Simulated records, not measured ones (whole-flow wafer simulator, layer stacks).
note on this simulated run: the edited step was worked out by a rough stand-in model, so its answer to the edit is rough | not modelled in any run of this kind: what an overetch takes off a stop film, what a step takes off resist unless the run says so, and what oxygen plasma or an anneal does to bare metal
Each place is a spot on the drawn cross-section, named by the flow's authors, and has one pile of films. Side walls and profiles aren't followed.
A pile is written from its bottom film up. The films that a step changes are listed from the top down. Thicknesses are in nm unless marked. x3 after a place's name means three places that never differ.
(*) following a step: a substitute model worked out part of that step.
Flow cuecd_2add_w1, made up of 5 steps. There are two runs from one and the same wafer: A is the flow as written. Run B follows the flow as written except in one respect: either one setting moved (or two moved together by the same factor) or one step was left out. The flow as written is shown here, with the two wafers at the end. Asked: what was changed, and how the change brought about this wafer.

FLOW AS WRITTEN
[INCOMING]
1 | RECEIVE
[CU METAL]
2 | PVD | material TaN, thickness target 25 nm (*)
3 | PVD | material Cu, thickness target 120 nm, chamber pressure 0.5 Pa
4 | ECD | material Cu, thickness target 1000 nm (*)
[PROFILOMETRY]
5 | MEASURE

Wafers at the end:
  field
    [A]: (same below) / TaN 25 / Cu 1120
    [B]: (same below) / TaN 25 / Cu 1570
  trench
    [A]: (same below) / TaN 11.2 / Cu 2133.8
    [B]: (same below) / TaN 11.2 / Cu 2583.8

Cause: step 4, ECD: thickness target 1450 nm was run, though the flow has thickness target 1000 nm.

The path from the change to this, step by step:
  4 | ECD | material Cu, thickness target 1000 nm (*)
      field: A +1000 Cu | B +1450 Cu
      trench: A +2080.2 Cu | B +2530.2 Cu
